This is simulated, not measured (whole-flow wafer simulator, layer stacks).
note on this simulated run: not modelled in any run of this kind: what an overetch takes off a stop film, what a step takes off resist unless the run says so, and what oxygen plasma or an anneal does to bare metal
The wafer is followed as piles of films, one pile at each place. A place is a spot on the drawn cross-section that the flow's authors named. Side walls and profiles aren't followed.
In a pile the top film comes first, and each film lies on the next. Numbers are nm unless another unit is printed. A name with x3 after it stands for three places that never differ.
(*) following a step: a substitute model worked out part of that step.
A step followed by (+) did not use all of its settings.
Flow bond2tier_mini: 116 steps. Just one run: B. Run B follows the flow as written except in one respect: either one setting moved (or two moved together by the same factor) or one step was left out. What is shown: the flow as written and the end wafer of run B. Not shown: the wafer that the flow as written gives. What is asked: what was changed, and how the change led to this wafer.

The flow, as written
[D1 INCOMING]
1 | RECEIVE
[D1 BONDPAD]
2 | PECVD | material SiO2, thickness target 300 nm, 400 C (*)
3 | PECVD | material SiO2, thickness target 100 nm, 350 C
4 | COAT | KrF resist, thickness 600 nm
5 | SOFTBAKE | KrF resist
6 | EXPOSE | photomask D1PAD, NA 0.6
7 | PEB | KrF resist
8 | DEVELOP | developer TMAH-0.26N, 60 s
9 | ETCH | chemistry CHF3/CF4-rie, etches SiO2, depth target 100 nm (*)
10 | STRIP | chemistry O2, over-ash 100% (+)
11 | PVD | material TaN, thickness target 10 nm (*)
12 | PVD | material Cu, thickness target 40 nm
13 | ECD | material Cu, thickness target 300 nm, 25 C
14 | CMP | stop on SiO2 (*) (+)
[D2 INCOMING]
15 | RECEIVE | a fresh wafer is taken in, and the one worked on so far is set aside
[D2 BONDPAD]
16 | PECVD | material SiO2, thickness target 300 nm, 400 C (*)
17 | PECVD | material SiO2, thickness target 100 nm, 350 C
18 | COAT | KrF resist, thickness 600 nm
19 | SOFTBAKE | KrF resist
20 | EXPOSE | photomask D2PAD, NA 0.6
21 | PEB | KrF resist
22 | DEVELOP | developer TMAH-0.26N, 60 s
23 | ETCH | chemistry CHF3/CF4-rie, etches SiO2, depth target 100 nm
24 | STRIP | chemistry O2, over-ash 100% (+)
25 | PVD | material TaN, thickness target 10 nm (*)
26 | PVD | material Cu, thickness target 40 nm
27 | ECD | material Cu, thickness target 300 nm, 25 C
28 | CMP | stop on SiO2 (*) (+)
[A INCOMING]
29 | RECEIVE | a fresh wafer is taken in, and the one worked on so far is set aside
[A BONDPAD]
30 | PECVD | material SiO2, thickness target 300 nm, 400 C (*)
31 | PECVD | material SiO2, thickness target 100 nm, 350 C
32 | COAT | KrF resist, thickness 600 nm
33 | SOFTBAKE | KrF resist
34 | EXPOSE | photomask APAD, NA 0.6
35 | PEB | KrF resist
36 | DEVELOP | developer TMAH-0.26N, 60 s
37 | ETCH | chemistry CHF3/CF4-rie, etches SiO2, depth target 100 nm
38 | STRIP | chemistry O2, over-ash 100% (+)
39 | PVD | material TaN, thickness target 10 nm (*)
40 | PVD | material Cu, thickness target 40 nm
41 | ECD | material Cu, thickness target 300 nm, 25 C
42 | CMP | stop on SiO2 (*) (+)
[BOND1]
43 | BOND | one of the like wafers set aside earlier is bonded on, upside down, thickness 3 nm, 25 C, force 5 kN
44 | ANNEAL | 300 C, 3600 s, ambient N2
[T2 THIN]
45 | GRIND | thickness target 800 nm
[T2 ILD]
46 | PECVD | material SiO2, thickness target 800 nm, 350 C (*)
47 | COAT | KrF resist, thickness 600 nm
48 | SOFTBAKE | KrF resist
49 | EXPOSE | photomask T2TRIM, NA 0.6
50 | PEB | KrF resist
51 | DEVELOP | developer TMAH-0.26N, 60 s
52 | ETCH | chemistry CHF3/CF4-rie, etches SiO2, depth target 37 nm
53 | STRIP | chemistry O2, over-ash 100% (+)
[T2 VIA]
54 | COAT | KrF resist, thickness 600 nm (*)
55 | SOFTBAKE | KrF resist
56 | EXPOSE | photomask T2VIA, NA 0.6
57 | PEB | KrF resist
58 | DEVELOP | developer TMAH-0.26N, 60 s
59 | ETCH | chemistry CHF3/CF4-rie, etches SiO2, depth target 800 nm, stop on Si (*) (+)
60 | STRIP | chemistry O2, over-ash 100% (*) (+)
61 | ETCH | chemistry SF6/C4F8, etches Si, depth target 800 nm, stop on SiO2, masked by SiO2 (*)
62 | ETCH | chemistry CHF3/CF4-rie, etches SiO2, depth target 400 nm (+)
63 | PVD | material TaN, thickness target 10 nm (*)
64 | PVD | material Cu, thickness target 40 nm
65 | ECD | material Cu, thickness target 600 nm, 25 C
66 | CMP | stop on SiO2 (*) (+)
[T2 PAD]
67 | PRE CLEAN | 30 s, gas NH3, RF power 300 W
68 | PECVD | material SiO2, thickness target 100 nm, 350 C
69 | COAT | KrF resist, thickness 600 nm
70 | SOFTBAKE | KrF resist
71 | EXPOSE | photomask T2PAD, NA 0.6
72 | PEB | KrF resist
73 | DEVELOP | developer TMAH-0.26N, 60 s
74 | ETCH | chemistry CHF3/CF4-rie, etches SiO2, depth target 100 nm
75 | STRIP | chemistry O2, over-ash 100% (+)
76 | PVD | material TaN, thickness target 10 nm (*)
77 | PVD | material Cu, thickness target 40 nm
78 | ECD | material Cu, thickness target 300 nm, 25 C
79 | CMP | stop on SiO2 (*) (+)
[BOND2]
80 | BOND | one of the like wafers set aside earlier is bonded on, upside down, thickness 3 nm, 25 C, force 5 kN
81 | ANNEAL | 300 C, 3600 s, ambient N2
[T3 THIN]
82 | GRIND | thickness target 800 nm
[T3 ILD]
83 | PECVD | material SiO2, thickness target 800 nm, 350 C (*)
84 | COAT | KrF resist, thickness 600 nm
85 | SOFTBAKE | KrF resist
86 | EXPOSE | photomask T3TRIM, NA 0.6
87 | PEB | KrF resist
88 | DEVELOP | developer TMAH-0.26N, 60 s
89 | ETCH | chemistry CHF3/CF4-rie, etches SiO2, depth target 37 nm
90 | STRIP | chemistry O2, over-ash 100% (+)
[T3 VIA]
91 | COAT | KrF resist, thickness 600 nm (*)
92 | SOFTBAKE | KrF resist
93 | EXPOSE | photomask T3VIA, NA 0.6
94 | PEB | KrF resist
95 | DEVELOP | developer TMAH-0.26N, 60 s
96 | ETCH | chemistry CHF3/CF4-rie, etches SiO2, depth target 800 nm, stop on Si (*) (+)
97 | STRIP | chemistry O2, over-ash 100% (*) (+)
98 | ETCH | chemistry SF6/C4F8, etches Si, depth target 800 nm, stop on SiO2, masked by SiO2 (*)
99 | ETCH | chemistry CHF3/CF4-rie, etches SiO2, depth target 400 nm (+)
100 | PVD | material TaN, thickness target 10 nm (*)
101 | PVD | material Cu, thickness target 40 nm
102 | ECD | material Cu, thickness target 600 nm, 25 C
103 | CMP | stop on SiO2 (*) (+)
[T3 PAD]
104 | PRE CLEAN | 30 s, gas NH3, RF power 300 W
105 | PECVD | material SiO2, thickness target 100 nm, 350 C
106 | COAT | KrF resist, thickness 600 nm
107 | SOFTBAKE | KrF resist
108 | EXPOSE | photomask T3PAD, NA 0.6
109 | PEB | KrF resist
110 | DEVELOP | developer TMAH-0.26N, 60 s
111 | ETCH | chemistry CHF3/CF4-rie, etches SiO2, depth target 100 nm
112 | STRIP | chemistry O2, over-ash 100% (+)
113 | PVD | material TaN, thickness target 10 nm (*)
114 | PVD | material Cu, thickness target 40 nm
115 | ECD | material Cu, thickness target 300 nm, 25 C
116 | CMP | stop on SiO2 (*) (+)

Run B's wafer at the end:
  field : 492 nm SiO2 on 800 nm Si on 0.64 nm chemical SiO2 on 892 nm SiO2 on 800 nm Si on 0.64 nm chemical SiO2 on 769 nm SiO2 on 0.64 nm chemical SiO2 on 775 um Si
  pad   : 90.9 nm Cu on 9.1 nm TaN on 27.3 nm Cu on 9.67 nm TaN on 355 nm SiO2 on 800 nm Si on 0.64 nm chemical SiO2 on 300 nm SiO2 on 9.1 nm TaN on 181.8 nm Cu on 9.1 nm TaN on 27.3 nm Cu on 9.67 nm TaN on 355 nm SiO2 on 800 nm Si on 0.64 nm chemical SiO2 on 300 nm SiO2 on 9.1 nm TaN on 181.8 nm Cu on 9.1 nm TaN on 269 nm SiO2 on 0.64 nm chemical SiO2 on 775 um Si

The reason: step 31, PECVD: thickness target 69 nm was run, though the flow has thickness target 100 nm.

The path from the change to this, step by step:
  31 | PECVD | material SiO2, thickness target 100 nm, 350 C
      field, pad, via: SiO2 gains 69 (as written it would have been: SiO2 gains 100)
